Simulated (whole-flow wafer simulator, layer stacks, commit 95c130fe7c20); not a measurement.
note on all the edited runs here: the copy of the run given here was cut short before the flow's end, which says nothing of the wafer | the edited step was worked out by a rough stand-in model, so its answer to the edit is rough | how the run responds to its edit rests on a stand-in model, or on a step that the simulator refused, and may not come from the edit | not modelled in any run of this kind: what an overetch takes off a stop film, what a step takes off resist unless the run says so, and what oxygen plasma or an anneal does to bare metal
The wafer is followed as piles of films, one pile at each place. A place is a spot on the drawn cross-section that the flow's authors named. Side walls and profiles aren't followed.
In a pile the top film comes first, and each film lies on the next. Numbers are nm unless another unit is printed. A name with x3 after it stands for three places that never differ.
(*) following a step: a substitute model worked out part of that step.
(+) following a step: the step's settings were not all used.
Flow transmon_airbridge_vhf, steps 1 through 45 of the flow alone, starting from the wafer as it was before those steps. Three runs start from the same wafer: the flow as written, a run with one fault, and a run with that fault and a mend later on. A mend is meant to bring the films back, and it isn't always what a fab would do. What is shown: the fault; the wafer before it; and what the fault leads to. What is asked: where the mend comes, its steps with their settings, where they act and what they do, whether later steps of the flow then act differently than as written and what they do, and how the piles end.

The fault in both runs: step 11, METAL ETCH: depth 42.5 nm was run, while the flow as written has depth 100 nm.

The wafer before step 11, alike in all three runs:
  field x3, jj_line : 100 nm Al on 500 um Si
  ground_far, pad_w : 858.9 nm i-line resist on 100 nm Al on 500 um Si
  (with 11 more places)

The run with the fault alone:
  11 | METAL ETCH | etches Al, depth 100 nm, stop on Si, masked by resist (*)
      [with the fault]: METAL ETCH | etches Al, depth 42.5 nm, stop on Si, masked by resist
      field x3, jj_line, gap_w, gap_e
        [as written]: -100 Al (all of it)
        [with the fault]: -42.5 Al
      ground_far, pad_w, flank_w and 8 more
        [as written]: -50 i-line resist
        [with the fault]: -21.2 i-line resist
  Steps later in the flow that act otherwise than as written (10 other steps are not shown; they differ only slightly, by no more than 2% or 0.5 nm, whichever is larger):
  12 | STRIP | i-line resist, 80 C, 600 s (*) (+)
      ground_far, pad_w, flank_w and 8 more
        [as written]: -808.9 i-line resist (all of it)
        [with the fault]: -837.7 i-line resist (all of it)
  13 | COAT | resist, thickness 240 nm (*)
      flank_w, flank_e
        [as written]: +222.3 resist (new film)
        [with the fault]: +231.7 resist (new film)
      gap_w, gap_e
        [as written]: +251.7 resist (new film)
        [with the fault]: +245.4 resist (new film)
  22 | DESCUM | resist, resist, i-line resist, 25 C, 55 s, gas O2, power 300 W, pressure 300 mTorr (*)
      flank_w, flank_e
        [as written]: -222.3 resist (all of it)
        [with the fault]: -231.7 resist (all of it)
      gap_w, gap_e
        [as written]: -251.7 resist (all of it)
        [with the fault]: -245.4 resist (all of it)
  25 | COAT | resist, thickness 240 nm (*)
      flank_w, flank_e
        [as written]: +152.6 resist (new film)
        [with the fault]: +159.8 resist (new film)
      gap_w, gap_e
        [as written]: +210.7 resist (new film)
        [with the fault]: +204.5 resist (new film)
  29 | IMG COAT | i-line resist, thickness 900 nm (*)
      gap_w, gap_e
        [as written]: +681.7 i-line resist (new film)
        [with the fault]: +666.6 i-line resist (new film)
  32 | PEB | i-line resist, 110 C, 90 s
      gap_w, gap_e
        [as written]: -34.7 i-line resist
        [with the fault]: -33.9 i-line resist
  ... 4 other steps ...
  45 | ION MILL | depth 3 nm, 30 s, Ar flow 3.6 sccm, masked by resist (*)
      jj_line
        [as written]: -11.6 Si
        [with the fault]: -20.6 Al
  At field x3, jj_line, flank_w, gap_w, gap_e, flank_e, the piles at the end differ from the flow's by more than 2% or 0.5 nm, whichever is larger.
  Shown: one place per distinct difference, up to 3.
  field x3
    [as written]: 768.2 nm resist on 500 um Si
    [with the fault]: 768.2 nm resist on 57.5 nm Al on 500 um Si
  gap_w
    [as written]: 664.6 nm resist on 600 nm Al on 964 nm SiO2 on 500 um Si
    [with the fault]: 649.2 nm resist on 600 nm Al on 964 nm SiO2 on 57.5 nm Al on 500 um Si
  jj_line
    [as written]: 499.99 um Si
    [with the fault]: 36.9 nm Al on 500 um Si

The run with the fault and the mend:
  The mend follows step 12.
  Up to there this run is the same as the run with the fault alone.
  12a | COAT | i-line resist, thickness 900 nm (*) (a further turn of the flow's step 6)
      field x3, jj_line, trace_open_s x2, margin_s, bridge_strip, margin_n
        +900 i-line resist (new film)
      pad_w, pad_e
        +894.8 i-line resist (new film)
      flank_w, flank_e
        +890 i-line resist (new film)
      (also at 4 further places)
  12b | SOFTBAKE | i-line resist, 90 C, 90 s (a further turn of the flow's step 7)
      flank_w, flank_e
        -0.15 i-line resist
  12c | EXPOSE | i-line resist, thickness 900 nm, photomask AB CPW, dose 155.4 mJ/cm2, NA 0.45, wavelength 365 nm (*) (a further turn of the flow's step 8)
      does not change any film at any place that is followed
  12d | PEB | i-line resist, 110 C, 60 s (a further turn of the flow's step 9)
      field x3, jj_line, trace_open_s x2, margin_s, bridge_strip, margin_n
        -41 i-line resist
      pad_w, pad_e
        -40.8 i-line resist
      flank_w, flank_e
        -40.6 i-line resist
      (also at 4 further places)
  12e | DEVELOP | i-line resist, thickness 900 nm, developer developer-B, 60 s (a further turn of the flow's step 10)
      cpw_trace, trace_open_s x2, margin_s, bridge_strip, margin_n
        -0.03 i-line resist
      field x3, jj_line
        -859 i-line resist (all of it)
      gap_w, gap_e
        -881.1 i-line resist (all of it)
  12f | METAL ETCH | etches Al, depth 57.5 nm, stop on Si, masked by resist (*) (a further turn of the flow's step 11, with different settings)
      ground_far, pad_w, flank_w and 8 more
        -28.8 i-line resist
      field x3, jj_line, gap_w, gap_e
        -57.5 Al (all of it)
  12g | STRIP | i-line resist, 80 C, 600 s (*) (+) (a further turn of the flow's step 12)
      trace_open_s x2, margin_s, bridge_strip, margin_n
        -830.2 i-line resist (all of it)
      pad_w, pad_e
        -825.2 i-line resist (all of it)
      flank_w, flank_e
        -820.5 i-line resist (all of it)
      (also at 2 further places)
  Later steps of the flow that are run all act as written at every place that is followed.
  At every place that both follow, the piles at the end match the flow's.
